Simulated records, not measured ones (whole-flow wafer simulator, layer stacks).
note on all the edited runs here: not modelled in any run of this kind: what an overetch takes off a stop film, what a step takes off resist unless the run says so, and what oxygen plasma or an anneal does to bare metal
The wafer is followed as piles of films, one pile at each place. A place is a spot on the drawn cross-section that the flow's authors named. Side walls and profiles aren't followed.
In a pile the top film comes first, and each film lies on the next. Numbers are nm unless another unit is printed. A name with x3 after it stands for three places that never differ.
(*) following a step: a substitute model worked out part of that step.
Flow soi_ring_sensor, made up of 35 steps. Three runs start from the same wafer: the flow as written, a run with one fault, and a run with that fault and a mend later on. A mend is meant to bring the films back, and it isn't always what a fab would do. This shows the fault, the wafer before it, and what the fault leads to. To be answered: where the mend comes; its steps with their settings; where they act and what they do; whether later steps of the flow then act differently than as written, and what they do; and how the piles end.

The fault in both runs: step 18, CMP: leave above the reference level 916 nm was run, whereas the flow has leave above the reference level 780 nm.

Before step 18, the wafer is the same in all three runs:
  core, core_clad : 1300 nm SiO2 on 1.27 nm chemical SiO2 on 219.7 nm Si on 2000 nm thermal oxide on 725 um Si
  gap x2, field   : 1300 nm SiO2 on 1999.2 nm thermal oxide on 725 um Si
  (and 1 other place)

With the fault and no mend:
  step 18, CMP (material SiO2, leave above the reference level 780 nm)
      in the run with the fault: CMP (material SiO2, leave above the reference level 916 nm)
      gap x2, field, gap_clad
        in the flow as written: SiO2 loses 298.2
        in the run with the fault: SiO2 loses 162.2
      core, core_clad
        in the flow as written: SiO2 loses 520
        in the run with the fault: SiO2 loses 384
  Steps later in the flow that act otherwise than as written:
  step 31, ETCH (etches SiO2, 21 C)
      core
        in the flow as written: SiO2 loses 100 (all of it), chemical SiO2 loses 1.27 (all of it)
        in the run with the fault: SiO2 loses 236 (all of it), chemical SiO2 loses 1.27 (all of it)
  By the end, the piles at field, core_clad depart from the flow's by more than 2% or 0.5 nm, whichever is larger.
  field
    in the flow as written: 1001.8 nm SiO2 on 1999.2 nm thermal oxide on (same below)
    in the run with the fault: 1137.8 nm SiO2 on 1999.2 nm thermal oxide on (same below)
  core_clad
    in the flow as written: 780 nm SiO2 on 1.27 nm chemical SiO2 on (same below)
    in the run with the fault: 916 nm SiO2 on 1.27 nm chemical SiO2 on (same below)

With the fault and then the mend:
  The mend stands after step 27.
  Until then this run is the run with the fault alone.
  step 27a, STRIP (i-line resist, 250 C, gas O2, power 300 W) (*)
      field, core_clad, gap_clad
        i-line resist loses 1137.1 (all of it)
  step 27b, CMP (material SiO2, leave above the reference level 780 nm) (the flow's step 18, run once more)
      core, gap x2, field, core_clad, gap_clad
        SiO2 loses 136
  step 27c, HMDS (120 C, 60 s) (the flow's step 21, run once more)
      does not change any film at any place that is followed
  step 27d, COAT (i-line resist, thickness 1200 nm) (the flow's step 22, run once more)
      core, gap x2, field, core_clad, gap_clad
        i-line resist gains 1200 (new film)
  step 27e, SOFTBAKE (i-line resist) (the flow's step 23, run once more)
      does not change any film at any place that is followed
  step 27f, EXPOSE (photomask WINDOW, dose 101 mJ/cm2, NA 0.5, wavelength 365 nm) (*) (the flow's step 24, run once more)
      does not change any film at any place that is followed
  step 27g, PEB (i-line resist) (the flow's step 25, run once more)
      core, gap x2, field, core_clad, gap_clad
        i-line resist loses 62.8
  step 27h, DEVELOP (i-line resist, thickness 1200 nm, 90 s) (the flow's step 26, run once more)
      core, gap x2
        i-line resist loses 1137.2 (all of it)
      field, core_clad, gap_clad
        i-line resist loses 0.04
  None of the later steps of the flow acts differently than as written at any place that is followed.
  By the end, the piles equal the flow's at every place that both follow.
